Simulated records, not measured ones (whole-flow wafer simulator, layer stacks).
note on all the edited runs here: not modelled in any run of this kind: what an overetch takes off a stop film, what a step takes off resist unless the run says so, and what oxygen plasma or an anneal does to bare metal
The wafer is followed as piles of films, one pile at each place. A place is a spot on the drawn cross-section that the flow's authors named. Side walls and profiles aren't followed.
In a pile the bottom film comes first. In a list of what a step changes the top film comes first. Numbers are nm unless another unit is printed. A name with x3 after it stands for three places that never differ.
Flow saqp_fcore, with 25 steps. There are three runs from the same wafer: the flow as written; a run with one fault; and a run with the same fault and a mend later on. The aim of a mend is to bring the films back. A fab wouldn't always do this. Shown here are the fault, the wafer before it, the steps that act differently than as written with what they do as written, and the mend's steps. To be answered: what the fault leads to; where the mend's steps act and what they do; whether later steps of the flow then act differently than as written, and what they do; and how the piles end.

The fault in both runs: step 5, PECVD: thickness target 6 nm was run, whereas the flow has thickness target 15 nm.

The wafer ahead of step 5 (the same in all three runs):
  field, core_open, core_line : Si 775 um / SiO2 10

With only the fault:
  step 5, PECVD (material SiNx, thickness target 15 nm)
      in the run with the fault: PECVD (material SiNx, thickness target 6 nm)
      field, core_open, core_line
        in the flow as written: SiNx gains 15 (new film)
        in the run with the fault: SiNx gains 6 (new film)
  Every later step of the flow that is run acts as written at every place that is followed.
  The piles end different from the flow's at field, core_open, core_line by more than 2% or 0.5 nm, whichever is larger.
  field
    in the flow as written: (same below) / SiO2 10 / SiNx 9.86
    in the run with the fault: (same below) / SiO2 10 / SiNx 0.86
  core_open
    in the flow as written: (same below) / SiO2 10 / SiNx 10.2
    in the run with the fault: (same below) / SiO2 10 / SiNx 1.18
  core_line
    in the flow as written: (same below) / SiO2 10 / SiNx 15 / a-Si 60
    in the run with the fault: (same below) / SiO2 10 / SiNx 6 / a-Si 60

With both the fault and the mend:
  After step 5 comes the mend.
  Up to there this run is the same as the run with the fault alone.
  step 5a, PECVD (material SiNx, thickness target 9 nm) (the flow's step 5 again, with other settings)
      field, core_open, core_line
        SiNx gains 9
  Every later step of the flow that is run acts as written at every place that is followed.
  The piles end the same as the flow's at every place that both follow.
